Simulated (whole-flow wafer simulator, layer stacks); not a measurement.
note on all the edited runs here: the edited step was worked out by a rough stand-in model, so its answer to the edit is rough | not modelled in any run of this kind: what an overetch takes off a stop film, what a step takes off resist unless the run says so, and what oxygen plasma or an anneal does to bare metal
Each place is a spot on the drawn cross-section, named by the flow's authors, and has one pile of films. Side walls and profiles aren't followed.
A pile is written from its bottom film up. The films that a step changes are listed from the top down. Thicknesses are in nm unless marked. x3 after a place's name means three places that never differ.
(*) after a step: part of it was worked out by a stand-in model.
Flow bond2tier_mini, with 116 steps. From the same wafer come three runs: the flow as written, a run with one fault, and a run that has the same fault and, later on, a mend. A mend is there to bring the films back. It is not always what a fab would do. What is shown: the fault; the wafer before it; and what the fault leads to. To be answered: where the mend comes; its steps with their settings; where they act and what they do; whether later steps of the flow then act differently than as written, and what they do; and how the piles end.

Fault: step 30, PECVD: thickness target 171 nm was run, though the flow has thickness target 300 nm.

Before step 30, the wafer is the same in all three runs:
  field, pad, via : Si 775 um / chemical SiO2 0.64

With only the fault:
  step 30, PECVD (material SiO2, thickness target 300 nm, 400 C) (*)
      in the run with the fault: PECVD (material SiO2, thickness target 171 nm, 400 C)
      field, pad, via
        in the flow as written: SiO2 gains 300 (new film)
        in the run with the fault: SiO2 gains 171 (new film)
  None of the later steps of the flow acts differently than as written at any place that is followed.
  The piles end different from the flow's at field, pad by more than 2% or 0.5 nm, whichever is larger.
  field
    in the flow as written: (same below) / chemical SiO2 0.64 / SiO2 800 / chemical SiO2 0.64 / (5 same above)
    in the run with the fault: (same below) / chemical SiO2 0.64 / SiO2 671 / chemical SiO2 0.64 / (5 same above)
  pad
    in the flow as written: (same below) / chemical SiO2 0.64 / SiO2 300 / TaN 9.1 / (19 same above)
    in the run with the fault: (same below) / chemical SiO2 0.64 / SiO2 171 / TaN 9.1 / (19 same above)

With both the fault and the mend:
  The mend stands after step 30.
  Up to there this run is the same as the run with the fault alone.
  step 30a, PECVD (material SiO2, thickness target 129 nm, 400 C) (a further turn of the flow's step 30, with different settings)
      field, pad, via
        SiO2 gains 129
  None of the later steps of the flow acts differently than as written at any place that is followed.
  At every place that both follow, the piles at the end match the flow's.
